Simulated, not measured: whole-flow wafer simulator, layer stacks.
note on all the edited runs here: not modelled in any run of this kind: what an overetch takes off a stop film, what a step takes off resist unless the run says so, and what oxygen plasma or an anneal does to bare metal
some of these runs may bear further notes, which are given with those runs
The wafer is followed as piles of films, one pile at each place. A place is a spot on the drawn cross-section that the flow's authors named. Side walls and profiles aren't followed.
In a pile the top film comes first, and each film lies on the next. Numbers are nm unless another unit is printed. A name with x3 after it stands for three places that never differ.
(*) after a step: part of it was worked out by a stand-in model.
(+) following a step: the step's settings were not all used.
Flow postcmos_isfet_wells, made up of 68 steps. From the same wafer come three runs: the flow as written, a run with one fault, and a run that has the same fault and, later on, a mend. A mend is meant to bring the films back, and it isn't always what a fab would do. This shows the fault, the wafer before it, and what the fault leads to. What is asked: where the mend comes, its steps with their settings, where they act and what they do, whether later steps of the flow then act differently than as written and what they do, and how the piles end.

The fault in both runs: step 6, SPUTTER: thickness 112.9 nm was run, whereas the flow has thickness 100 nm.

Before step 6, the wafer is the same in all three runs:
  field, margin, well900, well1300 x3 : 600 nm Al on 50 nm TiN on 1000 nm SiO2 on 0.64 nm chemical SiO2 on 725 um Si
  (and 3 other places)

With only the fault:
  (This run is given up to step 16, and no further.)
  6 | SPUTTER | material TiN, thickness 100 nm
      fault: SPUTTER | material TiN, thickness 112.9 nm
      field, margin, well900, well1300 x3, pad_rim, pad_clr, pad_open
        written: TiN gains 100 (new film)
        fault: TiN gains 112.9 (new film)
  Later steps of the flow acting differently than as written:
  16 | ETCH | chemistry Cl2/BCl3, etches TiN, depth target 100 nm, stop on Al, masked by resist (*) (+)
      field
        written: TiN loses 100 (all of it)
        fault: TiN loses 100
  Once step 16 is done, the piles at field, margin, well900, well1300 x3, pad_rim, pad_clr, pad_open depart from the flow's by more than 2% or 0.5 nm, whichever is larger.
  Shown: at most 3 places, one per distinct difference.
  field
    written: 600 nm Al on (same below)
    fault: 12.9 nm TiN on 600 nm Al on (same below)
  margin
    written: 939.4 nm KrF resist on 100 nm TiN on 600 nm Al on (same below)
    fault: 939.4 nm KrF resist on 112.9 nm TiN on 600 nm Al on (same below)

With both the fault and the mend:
  The mend follows step 6.
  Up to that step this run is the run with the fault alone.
  6a | ETCH | chemistry peroxide tin strip, depth target 129.8 nm
      field, margin, well900, well1300 x3, pad_rim, pad_clr, pad_open
        TiN loses 112.9 (all of it)
  6b | SPUTTER | material TiN, thickness 100 nm (a further turn of the flow's step 6)
      field, margin, well900, well1300 x3, pad_rim, pad_clr, pad_open
        TiN gains 100 (new film)
  Later steps of the flow that are run all act as written at every place that is followed.
  The piles end the same as the flow's at every place that both follow.
